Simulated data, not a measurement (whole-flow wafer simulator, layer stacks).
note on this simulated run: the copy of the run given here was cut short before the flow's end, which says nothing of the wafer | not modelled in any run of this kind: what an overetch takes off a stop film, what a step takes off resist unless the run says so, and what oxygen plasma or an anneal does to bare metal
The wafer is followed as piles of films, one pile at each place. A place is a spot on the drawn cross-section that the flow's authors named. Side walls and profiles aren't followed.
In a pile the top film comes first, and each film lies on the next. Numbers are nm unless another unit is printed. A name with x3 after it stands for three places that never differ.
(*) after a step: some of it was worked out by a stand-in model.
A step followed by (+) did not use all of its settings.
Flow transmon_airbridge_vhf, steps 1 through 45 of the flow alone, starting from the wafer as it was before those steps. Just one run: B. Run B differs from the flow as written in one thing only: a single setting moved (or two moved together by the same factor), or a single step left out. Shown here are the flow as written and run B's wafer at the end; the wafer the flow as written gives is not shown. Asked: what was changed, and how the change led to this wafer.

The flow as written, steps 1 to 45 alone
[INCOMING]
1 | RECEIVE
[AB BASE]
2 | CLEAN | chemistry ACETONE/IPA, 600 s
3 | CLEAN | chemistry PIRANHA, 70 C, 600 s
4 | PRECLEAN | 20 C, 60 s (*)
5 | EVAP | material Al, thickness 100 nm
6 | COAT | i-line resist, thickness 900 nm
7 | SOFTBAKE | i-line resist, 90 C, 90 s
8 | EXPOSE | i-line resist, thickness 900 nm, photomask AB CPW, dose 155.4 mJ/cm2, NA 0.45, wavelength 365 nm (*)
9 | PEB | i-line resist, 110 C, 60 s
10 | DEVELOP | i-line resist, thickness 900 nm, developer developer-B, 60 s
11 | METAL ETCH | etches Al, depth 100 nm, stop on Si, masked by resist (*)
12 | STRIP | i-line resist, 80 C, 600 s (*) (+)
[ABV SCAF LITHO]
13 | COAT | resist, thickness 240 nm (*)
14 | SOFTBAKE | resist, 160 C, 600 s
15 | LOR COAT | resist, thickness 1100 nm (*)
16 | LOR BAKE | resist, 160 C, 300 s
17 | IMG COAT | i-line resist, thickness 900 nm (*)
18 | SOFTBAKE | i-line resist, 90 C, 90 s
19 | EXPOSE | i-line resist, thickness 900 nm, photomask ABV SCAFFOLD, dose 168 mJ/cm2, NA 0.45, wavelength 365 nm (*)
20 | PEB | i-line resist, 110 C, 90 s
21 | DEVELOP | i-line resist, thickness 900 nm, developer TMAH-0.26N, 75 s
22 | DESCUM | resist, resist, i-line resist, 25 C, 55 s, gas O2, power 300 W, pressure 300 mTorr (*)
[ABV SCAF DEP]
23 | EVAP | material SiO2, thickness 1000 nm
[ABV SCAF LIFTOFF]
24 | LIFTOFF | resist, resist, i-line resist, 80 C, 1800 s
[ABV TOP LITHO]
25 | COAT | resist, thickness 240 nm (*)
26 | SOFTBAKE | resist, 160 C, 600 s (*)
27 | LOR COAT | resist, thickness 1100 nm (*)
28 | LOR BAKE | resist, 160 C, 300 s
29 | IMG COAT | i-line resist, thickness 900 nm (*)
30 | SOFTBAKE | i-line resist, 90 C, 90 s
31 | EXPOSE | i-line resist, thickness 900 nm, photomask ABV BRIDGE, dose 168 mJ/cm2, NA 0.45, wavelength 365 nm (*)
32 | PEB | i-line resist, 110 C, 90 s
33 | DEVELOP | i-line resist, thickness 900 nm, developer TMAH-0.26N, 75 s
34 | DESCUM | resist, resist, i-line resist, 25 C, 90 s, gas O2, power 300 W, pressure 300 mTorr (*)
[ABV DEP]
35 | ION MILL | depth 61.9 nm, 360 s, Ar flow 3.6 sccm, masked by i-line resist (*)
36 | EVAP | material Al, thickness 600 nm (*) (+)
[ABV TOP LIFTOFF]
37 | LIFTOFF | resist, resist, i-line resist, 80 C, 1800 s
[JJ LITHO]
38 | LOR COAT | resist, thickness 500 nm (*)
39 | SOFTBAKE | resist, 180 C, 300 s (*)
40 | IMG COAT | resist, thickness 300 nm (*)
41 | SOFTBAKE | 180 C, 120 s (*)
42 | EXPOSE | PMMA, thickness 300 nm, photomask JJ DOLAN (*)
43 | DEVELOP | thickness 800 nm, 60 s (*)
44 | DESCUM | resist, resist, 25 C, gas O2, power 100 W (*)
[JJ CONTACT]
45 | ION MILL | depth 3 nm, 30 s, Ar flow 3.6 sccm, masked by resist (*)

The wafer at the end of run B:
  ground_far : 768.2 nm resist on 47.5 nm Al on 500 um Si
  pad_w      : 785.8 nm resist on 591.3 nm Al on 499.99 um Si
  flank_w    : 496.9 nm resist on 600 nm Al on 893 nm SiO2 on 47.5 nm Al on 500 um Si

Cause: step 5, EVAP: thickness 47.5 nm was run, whereas the flow has thickness 100 nm.
One can read it off the wafer: ground_far has Al 47.5, and step 5 as written asks for 100 nm.

How this came from the change, step by step:
  5 | EVAP | material Al, thickness 100 nm
      field x3, jj_line, ground_far and 12 more: Al gains 47.5 (new film) (in the flow as written it would be: Al gains 100 (new film))
  11 | METAL ETCH | etches Al, depth 100 nm, stop on Si, masked by resist (*)
      ground_far, pad_w, flank_w and 8 more: i-line resist loses 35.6 (in the flow as written it would be: i-line resist loses 50)
      field x3, jj_line, gap_w, gap_e: Al loses 47.5 (all of it) (in the flow as written it would be: Al loses 100 (all of it))
  13 | COAT | resist, thickness 240 nm (*)
      flank_w, flank_e: resist gains 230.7 (new film) (in the flow as written it would be: resist gains 222.3 (new film))
      gap_w, gap_e: resist gains 246 (new film) (in the flow as written it would be: resist gains 251.7 (new film))
  22 | DESCUM | resist, resist, i-line resist, 25 C, 55 s, gas O2, power 300 W, pressure 300 mTorr (*)
      flank_w, flank_e: resist loses 230.7 (all of it) (in the flow as written it would be: resist loses 222.3 (all of it))
      gap_w, gap_e: resist loses 246 (all of it) (in the flow as written it would be: resist loses 251.7 (all of it))
  25 | COAT | resist, thickness 240 nm (*)
      flank_w, flank_e: resist gains 159 (new film) (in the flow as written it would be: resist gains 152.6 (new film))
      gap_w, gap_e: resist gains 205 (new film) (in the flow as written it would be: resist gains 210.7 (new film))
  29 | IMG COAT | i-line resist, thickness 900 nm (*)
      gap_w, gap_e: i-line resist gains 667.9 (new film) (in the flow as written it would be: i-line resist gains 681.7 (new film))
  32 | PEB | i-line resist, 110 C, 90 s
      gap_w, gap_e: i-line resist loses 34 (in the flow as written it would be: i-line resist loses 34.7)
  33 | DEVELOP | i-line resist, thickness 900 nm, developer TMAH-0.26N, 75 s
      gap_w, gap_e: i-line resist loses 633.9 (all of it), resist loses 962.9 (in the flow as written it would be: i-line resist loses 646.9 (all of it), resist loses 977.8)
  34 | DESCUM | resist, resist, i-line resist, 25 C, 90 s, gas O2, power 300 W, pressure 300 mTorr (*)
      flank_w, flank_e: resist loses 159 (all of it) (in the flow as written it would be: resist loses 152.6 (all of it))
      gap_w, gap_e: resist loses 205 (all of it) (in the flow as written it would be: resist loses 210.7 (all of it))
  35 | ION MILL | depth 61.9 nm, 360 s, Ar flow 3.6 sccm, masked by i-line resist (*)
      pad_w, pad_e: Al loses 47.5 (all of it), Si loses 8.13 (in the flow as written it would be: Al loses 61.9)
  36 | EVAP | material Al, thickness 600 nm (*) (+)
      pad_w, pad_e: Al gains 591.3 (new film) (in the flow as written it would be: Al gains 591.2)
  38 | LOR COAT | resist, thickness 500 nm (*)
      gap_w, gap_e: resist gains 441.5 (new film) (in the flow as written it would be: resist gains 450.7 (new film))
  40 | IMG COAT | resist, thickness 300 nm (*)
      flank_w, flank_e: resist gains 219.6 (in the flow as written it would be: resist gains 212.1)
